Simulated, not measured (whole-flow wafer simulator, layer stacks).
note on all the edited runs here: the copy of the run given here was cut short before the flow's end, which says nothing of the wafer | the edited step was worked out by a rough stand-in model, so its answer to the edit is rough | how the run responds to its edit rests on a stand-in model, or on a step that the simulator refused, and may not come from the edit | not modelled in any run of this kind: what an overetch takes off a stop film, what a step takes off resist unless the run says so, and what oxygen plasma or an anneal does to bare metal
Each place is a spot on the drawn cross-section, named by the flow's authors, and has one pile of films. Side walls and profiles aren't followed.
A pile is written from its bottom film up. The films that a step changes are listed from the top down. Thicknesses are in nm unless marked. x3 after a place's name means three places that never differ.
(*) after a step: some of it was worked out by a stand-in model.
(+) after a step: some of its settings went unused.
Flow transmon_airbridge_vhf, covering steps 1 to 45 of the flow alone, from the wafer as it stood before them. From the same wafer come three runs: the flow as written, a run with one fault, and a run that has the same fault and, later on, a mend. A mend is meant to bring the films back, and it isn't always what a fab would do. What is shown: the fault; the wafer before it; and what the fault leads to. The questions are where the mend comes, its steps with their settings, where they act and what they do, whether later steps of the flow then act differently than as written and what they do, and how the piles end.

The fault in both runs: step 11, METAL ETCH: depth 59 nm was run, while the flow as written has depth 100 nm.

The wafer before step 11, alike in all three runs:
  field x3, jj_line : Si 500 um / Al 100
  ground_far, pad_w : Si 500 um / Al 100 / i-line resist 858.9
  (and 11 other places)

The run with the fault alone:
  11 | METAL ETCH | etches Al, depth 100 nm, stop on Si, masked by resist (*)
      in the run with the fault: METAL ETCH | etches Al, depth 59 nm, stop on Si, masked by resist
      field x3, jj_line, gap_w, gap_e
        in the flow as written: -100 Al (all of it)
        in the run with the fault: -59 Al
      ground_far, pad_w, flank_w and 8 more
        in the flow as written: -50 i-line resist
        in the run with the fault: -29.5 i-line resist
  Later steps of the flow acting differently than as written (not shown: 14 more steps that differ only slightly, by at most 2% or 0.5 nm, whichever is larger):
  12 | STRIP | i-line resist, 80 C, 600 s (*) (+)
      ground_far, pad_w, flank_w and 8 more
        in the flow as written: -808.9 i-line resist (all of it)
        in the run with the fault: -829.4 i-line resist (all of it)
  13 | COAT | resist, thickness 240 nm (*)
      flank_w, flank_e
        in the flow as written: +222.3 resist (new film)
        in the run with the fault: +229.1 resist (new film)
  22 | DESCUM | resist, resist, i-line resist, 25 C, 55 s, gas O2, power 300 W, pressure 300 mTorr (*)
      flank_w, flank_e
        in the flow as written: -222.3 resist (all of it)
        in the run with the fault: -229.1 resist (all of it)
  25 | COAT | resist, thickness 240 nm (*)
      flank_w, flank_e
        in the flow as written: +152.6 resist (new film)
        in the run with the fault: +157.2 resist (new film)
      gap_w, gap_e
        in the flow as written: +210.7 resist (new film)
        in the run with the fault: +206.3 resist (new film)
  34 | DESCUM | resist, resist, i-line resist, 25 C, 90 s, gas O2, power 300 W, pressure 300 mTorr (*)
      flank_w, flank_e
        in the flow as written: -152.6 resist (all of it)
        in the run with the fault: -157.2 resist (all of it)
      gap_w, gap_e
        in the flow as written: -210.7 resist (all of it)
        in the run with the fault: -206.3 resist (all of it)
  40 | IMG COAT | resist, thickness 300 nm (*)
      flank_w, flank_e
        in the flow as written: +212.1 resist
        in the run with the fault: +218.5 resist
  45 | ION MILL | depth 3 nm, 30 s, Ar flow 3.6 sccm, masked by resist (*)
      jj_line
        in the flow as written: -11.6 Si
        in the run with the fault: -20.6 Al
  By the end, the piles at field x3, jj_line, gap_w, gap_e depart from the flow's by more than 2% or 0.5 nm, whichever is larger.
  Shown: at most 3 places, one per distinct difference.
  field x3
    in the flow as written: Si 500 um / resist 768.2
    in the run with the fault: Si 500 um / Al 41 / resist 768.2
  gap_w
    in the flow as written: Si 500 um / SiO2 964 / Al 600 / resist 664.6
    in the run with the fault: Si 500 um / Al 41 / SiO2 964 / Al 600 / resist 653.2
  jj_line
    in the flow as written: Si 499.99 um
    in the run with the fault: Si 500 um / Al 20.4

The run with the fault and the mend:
  After step 12 comes the mend.
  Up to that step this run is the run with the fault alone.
  12a | COAT | i-line resist, thickness 900 nm (*) (the flow's step 6, run once more)
      field x3, jj_line, trace_open_s x2, margin_s, bridge_strip, margin_n
        +900 i-line resist (new film)
      pad_w, pad_e
        +892.7 i-line resist (new film)
      flank_w, flank_e
        +886.2 i-line resist (new film)
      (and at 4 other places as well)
  12b | SOFTBAKE | i-line resist, 90 C, 90 s (the flow's step 7, run once more)
      flank_w, flank_e
        -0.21 i-line resist
  12c | EXPOSE | i-line resist, thickness 900 nm, photomask AB CPW, dose 155.4 mJ/cm2, NA 0.45, wavelength 365 nm (*) (the flow's step 8, run once more)
      leaves every film unchanged at each place that is followed
  12d | PEB | i-line resist, 110 C, 60 s (the flow's step 9, run once more)
      field x3, jj_line, trace_open_s x2, margin_s, bridge_strip, margin_n
        -41 i-line resist
      pad_w, pad_e
        -40.7 i-line resist
      flank_w, flank_e
        -40.4 i-line resist
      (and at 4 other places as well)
  12e | DEVELOP | i-line resist, thickness 900 nm, developer developer-B, 60 s (the flow's step 10, run once more)
      flank_w, cpw_trace, flank_e, trace_open_s x2, margin_s, bridge_strip, margin_n
        -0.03 i-line resist
      field x3, jj_line
        -859 i-line resist (all of it)
      gap_w, gap_e
        -889.7 i-line resist (all of it)
  12f | METAL ETCH | etches Al, depth 41 nm, stop on Si, masked by resist (*) (the flow's step 11, run once more with other settings)
      ground_far, pad_w, flank_w and 8 more
        -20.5 i-line resist
      field x3, jj_line, gap_w, gap_e
        -41 Al (all of it)
  12g | STRIP | i-line resist, 80 C, 600 s (*) (+) (the flow's step 12, run once more)
      trace_open_s x2, margin_s, bridge_strip, margin_n
        -838.4 i-line resist (all of it)
      pad_w, pad_e
        -831.5 i-line resist (all of it)
      flank_w, flank_e
        -825 i-line resist (all of it)
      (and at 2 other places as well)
  Every later step of the flow that is run acts as written at every place that is followed.
  The piles end the same as the flow's at every place that both follow.
